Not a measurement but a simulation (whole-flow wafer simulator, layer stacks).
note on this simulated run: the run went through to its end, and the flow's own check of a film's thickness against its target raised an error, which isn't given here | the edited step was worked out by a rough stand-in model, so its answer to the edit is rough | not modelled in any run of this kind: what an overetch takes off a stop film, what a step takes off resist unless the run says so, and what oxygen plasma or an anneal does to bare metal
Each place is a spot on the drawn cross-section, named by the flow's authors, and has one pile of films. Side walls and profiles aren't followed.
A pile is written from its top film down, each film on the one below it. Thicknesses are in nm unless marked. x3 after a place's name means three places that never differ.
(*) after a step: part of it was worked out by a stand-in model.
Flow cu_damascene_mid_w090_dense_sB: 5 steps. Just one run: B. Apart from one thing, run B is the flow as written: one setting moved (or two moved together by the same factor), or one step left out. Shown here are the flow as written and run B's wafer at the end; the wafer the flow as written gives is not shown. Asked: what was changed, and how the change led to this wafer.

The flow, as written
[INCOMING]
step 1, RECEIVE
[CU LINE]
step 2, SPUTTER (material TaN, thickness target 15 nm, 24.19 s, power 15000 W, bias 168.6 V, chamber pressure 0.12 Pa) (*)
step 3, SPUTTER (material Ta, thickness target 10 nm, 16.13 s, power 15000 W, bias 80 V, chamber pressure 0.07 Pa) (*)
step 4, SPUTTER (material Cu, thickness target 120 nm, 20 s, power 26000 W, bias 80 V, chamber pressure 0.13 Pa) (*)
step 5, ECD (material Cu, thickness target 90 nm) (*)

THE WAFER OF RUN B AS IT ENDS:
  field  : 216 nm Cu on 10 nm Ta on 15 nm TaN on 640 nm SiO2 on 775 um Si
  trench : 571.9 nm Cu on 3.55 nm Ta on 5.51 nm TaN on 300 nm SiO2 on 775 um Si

What caused this: step 4, SPUTTER: thickness target 126 nm was run, though the flow has thickness target 120 nm; step 4, SPUTTER: 21 s was run, where the flow has 20 s.

The path from the change to this, step by step:
  step 4, SPUTTER (material Cu, thickness target 120 nm, 20 s, power 26000 W, bias 80 V, chamber pressure 0.13 Pa) (*)
      field: Cu gains 126 (new film) (it would be, as written: Cu gains 120 (new film))
      trench: Cu gains 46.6 (new film) (it would be, as written: Cu gains 44.3 (new film))
